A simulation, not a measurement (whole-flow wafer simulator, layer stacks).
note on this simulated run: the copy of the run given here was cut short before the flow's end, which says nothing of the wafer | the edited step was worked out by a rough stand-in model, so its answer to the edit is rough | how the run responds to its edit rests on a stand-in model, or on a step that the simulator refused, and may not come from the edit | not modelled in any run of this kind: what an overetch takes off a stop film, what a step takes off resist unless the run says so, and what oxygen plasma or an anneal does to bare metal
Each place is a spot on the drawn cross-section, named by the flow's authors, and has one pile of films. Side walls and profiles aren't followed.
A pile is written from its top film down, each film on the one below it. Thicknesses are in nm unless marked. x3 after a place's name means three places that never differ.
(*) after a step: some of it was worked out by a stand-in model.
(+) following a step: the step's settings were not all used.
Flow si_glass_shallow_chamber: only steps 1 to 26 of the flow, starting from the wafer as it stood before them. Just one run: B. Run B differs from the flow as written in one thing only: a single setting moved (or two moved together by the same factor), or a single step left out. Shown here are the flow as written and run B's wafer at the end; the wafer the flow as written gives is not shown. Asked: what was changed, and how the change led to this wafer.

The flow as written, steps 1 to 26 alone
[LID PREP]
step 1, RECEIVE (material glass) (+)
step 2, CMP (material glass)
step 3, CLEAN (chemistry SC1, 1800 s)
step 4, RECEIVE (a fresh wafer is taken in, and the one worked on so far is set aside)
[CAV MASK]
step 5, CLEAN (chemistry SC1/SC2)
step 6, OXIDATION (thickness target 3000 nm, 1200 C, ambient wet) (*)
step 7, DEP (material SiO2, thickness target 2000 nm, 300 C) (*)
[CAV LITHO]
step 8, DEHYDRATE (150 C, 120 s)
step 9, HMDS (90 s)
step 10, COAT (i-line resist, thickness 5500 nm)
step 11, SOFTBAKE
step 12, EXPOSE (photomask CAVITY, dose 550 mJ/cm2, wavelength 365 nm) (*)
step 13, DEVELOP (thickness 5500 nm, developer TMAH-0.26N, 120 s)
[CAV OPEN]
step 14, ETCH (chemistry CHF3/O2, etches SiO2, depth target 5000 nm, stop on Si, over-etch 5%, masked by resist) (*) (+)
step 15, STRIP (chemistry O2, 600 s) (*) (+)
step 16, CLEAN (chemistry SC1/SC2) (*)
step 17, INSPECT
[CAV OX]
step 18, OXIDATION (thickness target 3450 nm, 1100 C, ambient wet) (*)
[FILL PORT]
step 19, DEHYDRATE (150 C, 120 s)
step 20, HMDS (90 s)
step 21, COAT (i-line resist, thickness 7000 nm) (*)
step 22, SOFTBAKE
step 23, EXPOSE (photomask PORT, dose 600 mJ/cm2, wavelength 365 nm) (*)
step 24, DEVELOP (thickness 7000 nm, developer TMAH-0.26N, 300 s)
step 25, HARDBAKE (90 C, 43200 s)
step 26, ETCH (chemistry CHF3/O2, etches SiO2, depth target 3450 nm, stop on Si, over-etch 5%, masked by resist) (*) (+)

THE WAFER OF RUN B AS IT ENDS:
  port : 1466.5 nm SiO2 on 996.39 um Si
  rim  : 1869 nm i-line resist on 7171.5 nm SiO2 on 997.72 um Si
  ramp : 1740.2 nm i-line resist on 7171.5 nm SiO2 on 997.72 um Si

What caused this: step 18, OXIDATION: thickness target 5089 nm was run, while the flow as written has thickness target 3450 nm.

How this came from the change, step by step:
  step 18, OXIDATION (thickness target 3450 nm, 1100 C, ambient wet) (*)
      rim, ramp, septum, ring: SiO2 gains 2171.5, Si loses 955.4 (it would be, as written: SiO2 gains 1109.8, Si loses 488.3)
      cav, port: SiO2 gains 5089 (new film), chemical SiO2 loses 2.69 (all of it), Si loses 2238 (it would be, as written: SiO2 gains 3450 (new film), chemical SiO2 loses 2.69 (all of it), Si loses 1516.8)
  step 21, COAT (i-line resist, thickness 7000 nm) (*)
      ramp: i-line resist gains 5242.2 (new film) (it would be, as written: i-line resist gains 5087.8 (new film))
  step 22, SOFTBAKE
      rim: i-line resist loses 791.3 (it would be, as written: i-line resist loses 849)
      ramp: i-line resist loses 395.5 (it would be, as written: i-line resist loses 434.5)
      (also at 4 further places)
  step 25, HARDBAKE (90 C, 43200 s)
      rim: i-line resist loses 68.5 (it would be, as written: i-line resist loses 62.5)
      ramp: i-line resist loses 63.7 (it would be, as written: i-line resist loses 57.1)
      (also at 1 further place)
  step 26, ETCH (chemistry CHF3/O2, etches SiO2, depth target 3450 nm, stop on Si, over-etch 5%, masked by resist) (*) (+)
      port: SiO2 loses 3622.5 (it would be, as written: SiO2 loses 3450 (all of it), Si loses 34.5)
